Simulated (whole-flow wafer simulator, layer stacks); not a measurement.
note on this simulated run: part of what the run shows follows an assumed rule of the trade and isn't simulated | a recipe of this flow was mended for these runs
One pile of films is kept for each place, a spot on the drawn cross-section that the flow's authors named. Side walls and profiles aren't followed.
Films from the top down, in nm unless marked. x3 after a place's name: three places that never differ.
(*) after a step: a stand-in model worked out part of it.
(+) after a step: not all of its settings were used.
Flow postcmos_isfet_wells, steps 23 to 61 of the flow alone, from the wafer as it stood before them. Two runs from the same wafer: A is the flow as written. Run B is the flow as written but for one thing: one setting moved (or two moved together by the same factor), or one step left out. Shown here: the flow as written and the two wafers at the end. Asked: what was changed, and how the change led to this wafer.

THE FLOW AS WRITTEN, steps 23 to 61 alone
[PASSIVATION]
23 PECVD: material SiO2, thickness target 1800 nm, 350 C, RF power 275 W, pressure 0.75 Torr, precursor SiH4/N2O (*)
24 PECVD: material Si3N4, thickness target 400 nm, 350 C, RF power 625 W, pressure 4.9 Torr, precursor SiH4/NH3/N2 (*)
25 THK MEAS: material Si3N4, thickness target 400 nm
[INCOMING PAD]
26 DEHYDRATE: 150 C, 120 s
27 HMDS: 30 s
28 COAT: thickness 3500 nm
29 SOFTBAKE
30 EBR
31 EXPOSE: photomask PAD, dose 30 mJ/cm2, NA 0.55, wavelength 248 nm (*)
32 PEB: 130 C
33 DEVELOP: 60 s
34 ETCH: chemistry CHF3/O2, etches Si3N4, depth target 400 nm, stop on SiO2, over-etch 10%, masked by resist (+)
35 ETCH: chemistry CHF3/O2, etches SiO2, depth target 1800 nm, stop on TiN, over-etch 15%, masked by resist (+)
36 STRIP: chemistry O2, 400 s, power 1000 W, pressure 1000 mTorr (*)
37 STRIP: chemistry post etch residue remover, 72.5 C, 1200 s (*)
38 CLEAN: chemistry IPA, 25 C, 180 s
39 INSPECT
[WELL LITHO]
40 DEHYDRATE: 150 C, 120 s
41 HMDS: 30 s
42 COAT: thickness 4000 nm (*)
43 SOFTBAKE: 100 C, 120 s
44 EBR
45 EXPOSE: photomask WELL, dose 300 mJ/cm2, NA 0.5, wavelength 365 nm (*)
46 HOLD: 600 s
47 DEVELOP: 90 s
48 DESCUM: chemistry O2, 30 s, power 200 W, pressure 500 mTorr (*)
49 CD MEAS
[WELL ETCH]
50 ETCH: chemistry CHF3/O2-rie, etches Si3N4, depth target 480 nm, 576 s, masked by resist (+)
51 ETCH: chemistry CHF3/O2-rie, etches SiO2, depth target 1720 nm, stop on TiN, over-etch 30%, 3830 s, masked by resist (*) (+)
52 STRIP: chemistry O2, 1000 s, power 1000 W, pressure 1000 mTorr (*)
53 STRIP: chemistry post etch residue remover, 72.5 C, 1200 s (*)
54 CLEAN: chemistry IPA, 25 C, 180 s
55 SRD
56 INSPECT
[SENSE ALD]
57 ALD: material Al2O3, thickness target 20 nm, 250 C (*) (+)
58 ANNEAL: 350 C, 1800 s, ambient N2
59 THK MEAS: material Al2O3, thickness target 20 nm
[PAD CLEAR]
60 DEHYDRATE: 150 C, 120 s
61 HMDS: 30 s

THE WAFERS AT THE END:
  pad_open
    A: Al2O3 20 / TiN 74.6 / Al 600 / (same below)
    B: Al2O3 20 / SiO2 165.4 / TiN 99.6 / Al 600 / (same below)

The cause: step 35, ETCH: depth target 1404 nm was run, where the flow has depth target 1800 nm.

How the change led to this, step by step:
  35 ETCH: chemistry CHF3/O2, etches SiO2, depth target 1800 nm, stop on TiN, over-etch 15%, masked by resist (+)
      pad_open: A SiO2 -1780 (all of it), TiN -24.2 | B SiO2 -1614.6
      field, margin x2, well900 x4, pad_clr: A thick-KrF-resist -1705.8 | B thick-KrF-resist -1345.5
  36 STRIP: chemistry O2, 400 s, power 1000 W, pressure 1000 mTorr (*)
      field, margin x2, well900 x4, pad_clr: A thick-KrF-resist -1382.5 (all of it) | B thick-KrF-resist -1742.9 (all of it)
  43 SOFTBAKE: 100 C, 120 s
      pad_clr: A thick-g/i-line-resist -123 | B thick-g/i-line-resist -108.3
      pad_open: A thick-g/i-line-resist +73 | B thick-g/i-line-resist +68
  52 STRIP: chemistry O2, 1000 s, power 1000 W, pressure 1000 mTorr (*)
      pad_clr: A thick-g/i-line-resist -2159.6 (all of it) | B thick-g/i-line-resist -2233.5 (all of it)
